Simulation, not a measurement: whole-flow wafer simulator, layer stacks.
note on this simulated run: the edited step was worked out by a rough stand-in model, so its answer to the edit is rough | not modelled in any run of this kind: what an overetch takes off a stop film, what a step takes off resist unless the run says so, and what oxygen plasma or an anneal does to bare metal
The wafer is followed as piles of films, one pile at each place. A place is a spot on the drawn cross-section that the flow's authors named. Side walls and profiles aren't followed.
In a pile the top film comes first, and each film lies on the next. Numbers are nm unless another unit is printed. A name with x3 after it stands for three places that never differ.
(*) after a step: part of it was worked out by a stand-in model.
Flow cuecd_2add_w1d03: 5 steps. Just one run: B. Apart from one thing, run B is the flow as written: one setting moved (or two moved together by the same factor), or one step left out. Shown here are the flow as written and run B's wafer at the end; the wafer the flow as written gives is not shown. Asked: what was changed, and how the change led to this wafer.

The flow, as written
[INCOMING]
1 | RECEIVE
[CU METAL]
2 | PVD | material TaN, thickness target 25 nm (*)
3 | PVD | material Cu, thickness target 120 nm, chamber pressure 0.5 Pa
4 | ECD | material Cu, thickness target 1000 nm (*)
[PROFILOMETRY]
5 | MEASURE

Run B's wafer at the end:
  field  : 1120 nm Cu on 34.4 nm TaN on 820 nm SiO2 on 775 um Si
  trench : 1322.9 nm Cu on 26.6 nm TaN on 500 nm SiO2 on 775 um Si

The reason: step 2, PVD: thickness target 34.4 nm was run, while the flow as written has thickness target 25 nm.
The wafer itself shows it: field has TaN 34.4, and step 2 as written asks for 25 nm.

The path from the change to this, step by step:
  2 | PVD | material TaN, thickness target 25 nm (*)
      field: +34.4 TaN (new film) (in the flow as written it would be: +25 TaN (new film))
      trench: +26.6 TaN (new film) (in the flow as written it would be: +19.4 TaN (new film))
